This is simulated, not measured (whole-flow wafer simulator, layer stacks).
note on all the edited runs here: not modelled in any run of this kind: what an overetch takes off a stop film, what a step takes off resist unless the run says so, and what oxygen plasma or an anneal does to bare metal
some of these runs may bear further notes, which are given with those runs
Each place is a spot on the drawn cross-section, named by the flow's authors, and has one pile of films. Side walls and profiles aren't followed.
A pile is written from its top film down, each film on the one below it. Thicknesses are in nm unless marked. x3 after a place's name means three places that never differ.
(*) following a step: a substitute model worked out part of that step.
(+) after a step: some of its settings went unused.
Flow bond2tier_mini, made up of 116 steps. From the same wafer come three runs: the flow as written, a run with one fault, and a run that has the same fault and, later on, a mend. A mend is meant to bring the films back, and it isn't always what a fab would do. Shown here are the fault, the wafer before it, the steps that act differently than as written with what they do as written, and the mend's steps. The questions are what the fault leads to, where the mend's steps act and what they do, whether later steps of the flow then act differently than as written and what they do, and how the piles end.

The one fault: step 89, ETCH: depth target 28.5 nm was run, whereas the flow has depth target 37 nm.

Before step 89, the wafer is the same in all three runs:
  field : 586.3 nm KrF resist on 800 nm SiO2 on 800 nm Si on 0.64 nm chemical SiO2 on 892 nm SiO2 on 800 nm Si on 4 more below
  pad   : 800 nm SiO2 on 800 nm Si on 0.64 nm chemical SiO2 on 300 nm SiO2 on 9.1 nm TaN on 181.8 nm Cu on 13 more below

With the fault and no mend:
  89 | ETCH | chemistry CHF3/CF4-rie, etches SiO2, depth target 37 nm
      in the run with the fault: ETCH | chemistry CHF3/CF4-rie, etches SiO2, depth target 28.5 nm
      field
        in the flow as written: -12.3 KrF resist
        in the run with the fault: -9.5 KrF resist
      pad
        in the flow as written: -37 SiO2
        in the run with the fault: -28.5 SiO2
  Every later step of the flow that is run acts as written, at every place that is followed, to within 2% or 0.5 nm, whichever is larger.
  By the end, the piles at pad depart from the flow's by more than 2% or 0.5 nm, whichever is larger.
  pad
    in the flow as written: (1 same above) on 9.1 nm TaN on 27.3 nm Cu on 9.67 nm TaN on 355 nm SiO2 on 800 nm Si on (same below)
    in the run with the fault: (1 same above) on 9.1 nm TaN on 18.8 nm Cu on 9.74 nm TaN on 363.5 nm SiO2 on 800 nm Si on (same below)

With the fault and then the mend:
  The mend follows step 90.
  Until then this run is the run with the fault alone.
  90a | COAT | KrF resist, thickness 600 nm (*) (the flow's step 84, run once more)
      field
        +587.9 KrF resist (new film)
      pad
        +612.6 KrF resist (new film)
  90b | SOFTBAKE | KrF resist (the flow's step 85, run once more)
      does not change any film at any place that is followed
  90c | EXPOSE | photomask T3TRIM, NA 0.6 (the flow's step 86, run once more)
      does not change any film at any place that is followed
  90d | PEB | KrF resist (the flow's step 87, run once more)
      does not change any film at any place that is followed
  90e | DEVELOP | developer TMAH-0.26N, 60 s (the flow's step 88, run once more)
      field
        -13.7 KrF resist
      pad
        -612.6 KrF resist (all of it)
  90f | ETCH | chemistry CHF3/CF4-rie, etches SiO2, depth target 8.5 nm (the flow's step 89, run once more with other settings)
      field
        -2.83 KrF resist
      pad
        -8.5 SiO2
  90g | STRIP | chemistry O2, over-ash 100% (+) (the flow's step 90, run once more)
      field
        -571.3 KrF resist (all of it)
  Every later step of the flow that is run acts as written at every place that is followed.
  At every place that both follow, the piles at the end match the flow's.
